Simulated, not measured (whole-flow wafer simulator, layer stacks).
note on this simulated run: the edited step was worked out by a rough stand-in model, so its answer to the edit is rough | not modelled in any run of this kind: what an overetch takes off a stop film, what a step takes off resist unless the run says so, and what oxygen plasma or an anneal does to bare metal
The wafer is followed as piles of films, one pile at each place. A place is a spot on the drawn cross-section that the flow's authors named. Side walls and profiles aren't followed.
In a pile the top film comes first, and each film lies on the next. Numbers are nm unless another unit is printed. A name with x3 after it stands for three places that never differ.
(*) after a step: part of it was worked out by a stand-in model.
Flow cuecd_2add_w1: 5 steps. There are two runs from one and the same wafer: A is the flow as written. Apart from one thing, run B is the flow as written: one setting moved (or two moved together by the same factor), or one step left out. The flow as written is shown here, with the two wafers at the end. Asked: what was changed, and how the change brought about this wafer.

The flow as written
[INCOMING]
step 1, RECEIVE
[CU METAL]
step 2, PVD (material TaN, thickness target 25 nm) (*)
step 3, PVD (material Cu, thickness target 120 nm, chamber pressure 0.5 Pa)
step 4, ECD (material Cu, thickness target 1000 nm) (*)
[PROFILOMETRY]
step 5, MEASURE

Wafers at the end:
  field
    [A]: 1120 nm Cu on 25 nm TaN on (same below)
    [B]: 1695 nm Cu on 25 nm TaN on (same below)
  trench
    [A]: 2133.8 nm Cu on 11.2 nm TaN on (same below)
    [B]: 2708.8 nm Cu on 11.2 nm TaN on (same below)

What caused this: step 4, ECD: thickness target 1575 nm was run, while the flow as written has thickness target 1000 nm.

How this came from the change, step by step:
  step 4, ECD (material Cu, thickness target 1000 nm) (*)
      field: A +1000 Cu | B +1575 Cu
      trench: A +2080.2 Cu | B +2655.2 Cu
